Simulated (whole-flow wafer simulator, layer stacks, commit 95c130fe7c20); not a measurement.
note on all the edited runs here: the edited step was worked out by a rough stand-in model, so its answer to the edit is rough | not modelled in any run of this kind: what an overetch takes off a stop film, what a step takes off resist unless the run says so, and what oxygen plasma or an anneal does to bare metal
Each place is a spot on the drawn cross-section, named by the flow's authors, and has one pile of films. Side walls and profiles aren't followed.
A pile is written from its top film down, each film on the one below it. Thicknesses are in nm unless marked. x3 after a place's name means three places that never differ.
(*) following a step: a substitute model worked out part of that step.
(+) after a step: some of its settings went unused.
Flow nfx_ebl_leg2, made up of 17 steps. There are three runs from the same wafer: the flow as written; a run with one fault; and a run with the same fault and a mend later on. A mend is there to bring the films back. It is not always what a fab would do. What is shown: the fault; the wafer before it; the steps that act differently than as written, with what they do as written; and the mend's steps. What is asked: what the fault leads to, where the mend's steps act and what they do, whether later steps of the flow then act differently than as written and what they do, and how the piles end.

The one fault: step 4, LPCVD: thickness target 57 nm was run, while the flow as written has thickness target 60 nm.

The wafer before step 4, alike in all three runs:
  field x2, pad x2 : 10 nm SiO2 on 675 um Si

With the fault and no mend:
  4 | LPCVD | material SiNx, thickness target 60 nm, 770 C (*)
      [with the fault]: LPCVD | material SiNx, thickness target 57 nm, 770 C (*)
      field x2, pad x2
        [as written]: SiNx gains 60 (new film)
        [with the fault]: SiNx gains 57 (new film)
  Steps later in the flow that act otherwise than as written:
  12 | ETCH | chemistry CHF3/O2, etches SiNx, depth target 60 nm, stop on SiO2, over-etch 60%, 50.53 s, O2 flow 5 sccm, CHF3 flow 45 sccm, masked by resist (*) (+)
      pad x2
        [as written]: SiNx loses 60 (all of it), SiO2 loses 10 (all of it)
        [with the fault]: SiNx loses 57 (all of it), SiO2 loses 10 (all of it)
  The piles end different from the flow's at field x2 by more than 2% or 0.5 nm, whichever is larger.
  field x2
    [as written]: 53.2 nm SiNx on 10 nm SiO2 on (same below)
    [with the fault]: 50.2 nm SiNx on 10 nm SiO2 on (same below)

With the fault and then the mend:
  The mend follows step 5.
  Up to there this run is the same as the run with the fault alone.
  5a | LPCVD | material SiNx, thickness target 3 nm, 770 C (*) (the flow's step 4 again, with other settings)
      field x2, pad x2
        SiNx gains 3
  None of the later steps of the flow acts differently than as written at any place that is followed.
  The piles end the same as the flow's at every place that both follow.
